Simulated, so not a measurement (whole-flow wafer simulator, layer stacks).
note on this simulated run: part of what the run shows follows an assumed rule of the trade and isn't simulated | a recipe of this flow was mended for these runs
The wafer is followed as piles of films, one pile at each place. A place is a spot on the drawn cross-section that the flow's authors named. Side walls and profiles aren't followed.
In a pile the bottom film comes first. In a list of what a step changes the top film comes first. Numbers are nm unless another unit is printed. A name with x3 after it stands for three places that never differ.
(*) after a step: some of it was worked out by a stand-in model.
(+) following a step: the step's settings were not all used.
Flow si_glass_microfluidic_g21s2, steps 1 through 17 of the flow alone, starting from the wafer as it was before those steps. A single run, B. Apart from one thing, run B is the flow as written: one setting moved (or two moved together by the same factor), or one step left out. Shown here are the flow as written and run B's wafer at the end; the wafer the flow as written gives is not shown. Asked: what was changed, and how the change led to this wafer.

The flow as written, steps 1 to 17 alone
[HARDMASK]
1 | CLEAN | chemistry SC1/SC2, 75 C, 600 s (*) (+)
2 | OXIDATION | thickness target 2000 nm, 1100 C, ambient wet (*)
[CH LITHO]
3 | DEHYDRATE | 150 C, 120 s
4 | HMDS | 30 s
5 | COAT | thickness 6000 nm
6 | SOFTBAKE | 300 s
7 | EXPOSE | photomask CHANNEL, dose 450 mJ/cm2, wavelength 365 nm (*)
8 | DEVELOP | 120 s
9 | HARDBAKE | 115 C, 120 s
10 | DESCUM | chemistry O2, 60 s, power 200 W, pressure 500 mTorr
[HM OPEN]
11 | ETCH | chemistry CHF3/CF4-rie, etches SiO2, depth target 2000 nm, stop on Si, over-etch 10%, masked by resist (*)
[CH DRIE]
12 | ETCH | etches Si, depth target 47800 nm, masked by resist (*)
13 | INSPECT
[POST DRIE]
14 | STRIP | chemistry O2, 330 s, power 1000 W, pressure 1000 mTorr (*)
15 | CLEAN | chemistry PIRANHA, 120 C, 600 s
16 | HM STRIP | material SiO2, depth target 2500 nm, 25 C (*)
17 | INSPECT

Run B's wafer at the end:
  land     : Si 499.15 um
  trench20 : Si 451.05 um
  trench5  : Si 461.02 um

Cause: step 2, OXIDATION: 1088 C was run, while the flow as written has 1100 C.

How this came from the change, step by step:
  2 | OXIDATION | thickness target 2000 nm, 1100 C, ambient wet (*)
      land, trench20, trench5, trench200: SiO2 gains 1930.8 (new film), chemical SiO2 loses 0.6 (all of it), Si loses 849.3 (it would be, as written: SiO2 gains 2000 (new film), chemical SiO2 loses 0.6 (all of it), Si loses 879.7)
  11 | ETCH | chemistry CHF3/CF4-rie, etches SiO2, depth target 2000 nm, stop on Si, over-etch 10%, masked by resist (*)
      trench20, trench5, trench200: SiO2 loses 1930.8 (all of it), Si loses 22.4 (it would be, as written: SiO2 loses 2000 (all of it), Si loses 16.7)
      land: thick-i-line-resist loses 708 (it would be, as written: thick-i-line-resist loses 733.3)
  12 | ETCH | etches Si, depth target 47800 nm, masked by resist (*)
      trench5: Si loses 38.1 um (it would be, as written: Si loses 38.09 um)
      trench200: Si loses 54.07 um (it would be, as written: Si loses 54.08 um)
  16 | HM STRIP | material SiO2, depth target 2500 nm, 25 C (*)
      land: SiO2 loses 1930.8 (all of it) (it would be, as written: SiO2 loses 2000 (all of it))
